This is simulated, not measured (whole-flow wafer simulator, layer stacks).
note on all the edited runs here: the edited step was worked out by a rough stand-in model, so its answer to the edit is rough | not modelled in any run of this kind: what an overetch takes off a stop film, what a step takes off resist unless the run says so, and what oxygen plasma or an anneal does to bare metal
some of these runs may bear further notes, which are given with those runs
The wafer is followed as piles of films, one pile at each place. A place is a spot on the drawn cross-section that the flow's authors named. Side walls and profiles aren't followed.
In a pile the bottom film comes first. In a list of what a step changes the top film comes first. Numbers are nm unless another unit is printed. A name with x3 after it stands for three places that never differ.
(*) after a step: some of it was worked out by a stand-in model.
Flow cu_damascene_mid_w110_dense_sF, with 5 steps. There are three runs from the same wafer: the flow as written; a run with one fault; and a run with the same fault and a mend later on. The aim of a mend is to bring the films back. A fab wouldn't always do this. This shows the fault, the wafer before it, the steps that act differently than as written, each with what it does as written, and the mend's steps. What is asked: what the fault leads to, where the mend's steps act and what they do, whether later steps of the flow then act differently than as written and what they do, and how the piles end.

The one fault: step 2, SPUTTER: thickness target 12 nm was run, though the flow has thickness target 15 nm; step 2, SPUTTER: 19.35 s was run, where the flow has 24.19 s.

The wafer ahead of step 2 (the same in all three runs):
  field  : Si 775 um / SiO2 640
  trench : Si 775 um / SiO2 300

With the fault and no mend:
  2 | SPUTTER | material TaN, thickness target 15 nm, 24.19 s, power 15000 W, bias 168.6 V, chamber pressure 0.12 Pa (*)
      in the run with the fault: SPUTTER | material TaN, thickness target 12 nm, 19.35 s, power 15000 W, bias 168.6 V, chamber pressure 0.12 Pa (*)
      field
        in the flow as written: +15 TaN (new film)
        in the run with the fault: +12 TaN (new film)
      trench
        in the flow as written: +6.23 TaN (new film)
        in the run with the fault: +4.98 TaN (new film)
  None of the later steps of the flow differs from how it acts as written, at any place that is followed, by more than 2% or 0.5 nm, whichever is larger.
  By the end, the piles at field, trench depart from the flow's by more than 2% or 0.5 nm, whichever is larger.
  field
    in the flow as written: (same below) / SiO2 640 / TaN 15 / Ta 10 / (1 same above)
    in the run with the fault: (same below) / SiO2 640 / TaN 12 / Ta 10 / (1 same above)
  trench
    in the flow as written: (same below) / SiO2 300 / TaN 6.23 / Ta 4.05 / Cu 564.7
    in the run with the fault: (same below) / SiO2 300 / TaN 4.98 / Ta 4.08 / Cu 562.9

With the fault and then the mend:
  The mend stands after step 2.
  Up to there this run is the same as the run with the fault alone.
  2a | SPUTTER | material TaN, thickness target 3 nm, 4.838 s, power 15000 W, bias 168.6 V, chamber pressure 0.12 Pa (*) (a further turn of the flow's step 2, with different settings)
      field
        +3 TaN
      trench
        +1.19 TaN
  None of the later steps of the flow differs from how it acts as written, at any place that is followed, by more than 2% or 0.5 nm, whichever is larger.
  At the end the piles are close to the flow's at the places that both follow, differing by at most 2% or 0.5 nm, whichever is larger.
